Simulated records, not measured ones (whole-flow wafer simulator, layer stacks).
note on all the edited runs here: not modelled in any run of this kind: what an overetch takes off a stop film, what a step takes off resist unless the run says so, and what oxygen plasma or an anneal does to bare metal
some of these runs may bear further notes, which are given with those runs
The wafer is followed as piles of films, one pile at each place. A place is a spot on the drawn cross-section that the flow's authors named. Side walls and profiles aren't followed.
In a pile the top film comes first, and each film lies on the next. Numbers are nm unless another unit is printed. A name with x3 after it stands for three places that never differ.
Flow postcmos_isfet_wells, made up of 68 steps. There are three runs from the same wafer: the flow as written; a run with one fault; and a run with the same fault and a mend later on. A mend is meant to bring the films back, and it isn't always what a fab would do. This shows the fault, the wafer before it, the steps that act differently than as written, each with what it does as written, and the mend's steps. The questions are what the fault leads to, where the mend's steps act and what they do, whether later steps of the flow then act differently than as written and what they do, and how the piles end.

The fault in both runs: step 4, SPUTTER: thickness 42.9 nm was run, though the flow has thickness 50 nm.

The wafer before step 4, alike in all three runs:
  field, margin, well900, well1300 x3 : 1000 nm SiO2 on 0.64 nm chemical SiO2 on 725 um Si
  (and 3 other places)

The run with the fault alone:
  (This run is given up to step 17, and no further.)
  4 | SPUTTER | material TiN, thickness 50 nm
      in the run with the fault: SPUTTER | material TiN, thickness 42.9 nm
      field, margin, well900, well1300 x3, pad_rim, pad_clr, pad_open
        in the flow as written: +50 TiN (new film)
        in the run with the fault: +42.9 TiN (new film)
  Every later step of the flow up to step 17 that is run acts as written at every place that is followed.
  The piles after step 17 differ from the flow's at field, margin, well900, well1300 x3, pad_rim, pad_clr, pad_open by more than 2% or 0.5 nm, whichever is larger.
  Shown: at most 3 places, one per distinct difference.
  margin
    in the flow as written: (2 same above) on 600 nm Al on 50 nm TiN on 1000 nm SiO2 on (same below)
    in the run with the fault: (2 same above) on 600 nm Al on 42.9 nm TiN on 1000 nm SiO2 on (same below)
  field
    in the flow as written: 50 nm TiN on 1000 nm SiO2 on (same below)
    in the run with the fault: 42.9 nm TiN on 1000 nm SiO2 on (same below)

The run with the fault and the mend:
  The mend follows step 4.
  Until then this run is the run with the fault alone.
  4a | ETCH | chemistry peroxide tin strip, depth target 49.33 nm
      field, margin, well900, well1300 x3, pad_rim, pad_clr, pad_open
        -42.9 TiN (all of it)
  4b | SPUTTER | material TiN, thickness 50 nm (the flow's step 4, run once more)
      field, margin, well900, well1300 x3, pad_rim, pad_clr, pad_open
        +50 TiN (new film)
  Every later step of the flow that is run acts as written at every place that is followed.
  The piles end the same as the flow's at every place that both follow.
